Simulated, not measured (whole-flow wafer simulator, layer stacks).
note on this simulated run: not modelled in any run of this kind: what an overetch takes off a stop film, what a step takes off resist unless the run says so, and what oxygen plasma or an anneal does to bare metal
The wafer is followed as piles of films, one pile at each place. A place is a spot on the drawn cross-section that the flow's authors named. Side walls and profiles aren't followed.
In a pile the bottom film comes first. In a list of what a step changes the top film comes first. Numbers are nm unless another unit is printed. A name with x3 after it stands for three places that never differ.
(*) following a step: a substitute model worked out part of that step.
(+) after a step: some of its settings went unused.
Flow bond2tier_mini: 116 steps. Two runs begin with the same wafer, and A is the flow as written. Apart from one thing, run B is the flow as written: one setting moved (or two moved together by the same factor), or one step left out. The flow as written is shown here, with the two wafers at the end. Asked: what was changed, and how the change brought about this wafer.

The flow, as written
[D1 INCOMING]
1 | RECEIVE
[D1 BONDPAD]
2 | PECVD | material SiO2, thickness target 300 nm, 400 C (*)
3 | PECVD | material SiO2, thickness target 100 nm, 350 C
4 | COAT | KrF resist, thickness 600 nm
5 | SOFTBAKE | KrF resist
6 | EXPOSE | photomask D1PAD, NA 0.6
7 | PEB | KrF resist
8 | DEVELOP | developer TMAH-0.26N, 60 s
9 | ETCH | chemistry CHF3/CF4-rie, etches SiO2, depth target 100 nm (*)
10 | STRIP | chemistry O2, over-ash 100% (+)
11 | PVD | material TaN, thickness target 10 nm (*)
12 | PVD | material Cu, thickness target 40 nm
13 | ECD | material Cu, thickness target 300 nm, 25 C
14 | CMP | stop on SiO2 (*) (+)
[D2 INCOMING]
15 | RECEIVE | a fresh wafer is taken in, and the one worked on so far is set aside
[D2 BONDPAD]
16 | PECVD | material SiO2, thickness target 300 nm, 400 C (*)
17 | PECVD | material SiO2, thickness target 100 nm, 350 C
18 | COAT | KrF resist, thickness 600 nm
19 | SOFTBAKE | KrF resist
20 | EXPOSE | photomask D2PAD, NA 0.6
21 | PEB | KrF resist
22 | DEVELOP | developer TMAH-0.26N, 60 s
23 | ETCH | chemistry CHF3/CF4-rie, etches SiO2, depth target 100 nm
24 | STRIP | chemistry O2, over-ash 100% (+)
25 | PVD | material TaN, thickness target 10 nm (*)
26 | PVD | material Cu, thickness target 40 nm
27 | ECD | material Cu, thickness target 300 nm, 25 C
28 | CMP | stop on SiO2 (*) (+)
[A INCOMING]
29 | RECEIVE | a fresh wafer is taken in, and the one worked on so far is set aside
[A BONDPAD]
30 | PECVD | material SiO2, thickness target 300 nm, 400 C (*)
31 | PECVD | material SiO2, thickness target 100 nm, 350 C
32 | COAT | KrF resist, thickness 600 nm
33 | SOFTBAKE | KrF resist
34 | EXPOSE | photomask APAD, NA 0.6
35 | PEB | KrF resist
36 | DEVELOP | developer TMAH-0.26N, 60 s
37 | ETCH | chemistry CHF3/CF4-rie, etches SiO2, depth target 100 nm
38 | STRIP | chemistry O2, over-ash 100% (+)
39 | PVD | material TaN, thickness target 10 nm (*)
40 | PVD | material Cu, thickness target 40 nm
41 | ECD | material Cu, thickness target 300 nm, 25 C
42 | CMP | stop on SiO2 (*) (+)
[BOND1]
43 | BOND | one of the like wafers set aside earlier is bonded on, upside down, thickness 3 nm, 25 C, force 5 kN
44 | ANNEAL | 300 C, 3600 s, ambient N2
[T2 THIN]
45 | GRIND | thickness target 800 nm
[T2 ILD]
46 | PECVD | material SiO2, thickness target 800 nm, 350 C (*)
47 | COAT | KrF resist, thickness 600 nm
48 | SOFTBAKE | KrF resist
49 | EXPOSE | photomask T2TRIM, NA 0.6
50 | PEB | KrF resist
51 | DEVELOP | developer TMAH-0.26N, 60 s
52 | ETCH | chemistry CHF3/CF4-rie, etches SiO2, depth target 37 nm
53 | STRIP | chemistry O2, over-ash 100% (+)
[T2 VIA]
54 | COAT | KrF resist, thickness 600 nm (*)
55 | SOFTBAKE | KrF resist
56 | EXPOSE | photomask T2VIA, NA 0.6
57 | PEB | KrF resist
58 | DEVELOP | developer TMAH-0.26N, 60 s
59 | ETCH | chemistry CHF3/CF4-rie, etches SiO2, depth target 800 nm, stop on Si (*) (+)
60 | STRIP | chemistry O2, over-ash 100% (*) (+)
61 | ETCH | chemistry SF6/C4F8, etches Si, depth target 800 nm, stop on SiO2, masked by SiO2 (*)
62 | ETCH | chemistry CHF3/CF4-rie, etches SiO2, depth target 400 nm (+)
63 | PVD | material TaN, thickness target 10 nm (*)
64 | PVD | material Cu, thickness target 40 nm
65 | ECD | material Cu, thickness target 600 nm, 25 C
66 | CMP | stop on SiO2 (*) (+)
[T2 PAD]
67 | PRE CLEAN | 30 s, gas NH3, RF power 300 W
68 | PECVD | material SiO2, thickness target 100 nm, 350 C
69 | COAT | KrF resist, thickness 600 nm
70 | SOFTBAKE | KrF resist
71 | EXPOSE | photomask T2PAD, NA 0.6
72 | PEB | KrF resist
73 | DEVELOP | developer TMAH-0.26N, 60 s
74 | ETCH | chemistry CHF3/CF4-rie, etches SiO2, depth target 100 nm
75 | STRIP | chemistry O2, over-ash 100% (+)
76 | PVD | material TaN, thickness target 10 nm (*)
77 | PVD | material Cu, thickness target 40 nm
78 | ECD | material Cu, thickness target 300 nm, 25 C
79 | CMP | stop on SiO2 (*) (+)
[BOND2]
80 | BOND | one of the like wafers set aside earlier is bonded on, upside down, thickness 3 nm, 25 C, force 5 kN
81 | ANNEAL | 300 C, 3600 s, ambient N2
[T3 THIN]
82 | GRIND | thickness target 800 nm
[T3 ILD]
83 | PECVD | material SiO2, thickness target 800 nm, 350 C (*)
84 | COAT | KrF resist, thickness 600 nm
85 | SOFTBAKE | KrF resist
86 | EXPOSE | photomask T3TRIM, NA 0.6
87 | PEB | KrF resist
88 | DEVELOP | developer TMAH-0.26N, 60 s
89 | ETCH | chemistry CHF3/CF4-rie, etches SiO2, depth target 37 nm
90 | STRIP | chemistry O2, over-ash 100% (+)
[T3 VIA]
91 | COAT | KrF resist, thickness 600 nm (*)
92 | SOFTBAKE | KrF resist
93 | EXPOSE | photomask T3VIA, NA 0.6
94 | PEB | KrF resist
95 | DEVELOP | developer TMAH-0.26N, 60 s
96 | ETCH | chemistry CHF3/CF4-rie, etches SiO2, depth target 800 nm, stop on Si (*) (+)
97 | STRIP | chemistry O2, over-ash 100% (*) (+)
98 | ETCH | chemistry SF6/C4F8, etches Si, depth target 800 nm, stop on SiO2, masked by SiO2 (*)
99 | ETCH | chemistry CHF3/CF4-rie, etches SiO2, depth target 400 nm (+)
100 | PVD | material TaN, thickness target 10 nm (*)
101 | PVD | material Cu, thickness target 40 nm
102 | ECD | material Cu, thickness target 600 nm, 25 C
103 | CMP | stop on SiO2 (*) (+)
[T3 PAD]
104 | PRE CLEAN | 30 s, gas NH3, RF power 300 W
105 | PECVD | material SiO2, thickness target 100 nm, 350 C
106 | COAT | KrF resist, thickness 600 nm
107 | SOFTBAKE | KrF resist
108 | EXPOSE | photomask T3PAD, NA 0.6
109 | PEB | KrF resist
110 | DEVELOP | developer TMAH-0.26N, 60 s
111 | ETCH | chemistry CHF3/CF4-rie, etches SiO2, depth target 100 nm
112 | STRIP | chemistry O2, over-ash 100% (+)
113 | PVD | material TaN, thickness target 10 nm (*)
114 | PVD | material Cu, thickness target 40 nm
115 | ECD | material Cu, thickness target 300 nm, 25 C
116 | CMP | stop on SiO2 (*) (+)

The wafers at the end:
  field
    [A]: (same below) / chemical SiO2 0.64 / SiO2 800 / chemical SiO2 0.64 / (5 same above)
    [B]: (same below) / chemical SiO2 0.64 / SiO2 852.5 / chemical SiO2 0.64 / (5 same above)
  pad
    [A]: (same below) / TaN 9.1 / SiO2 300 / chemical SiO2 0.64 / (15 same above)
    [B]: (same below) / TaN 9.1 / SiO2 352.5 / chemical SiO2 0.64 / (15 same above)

The reason: step 3, PECVD: thickness target 152.5 nm was run, whereas the flow has thickness target 100 nm.

Step by step, how the change led to this:
  3 | PECVD | material SiO2, thickness target 100 nm, 350 C
      field, pad, via: A +100 SiO2 | B +152.5 SiO2
  43 | BOND | one of the like wafers set aside earlier is bonded on, upside down, thickness 3 nm, 25 C, force 5 kN
      field: A +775 um Si (new film), +0.64 chemical SiO2 (new film), +400 SiO2 | B +775 um Si (new film), +0.64 chemical SiO2 (new film), +452.5 SiO2
      pad: A +775 um Si (new film), +0.64 chemical SiO2 (new film), +300 SiO2 (new film), +9.1 TaN (new film), +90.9 Cu | B +775 um Si (new film), +0.64 chemical SiO2 (new film), +352.5 SiO2 (new film), +9.1 TaN (new film), +90.9 Cu
      (and at 1 other place as well)
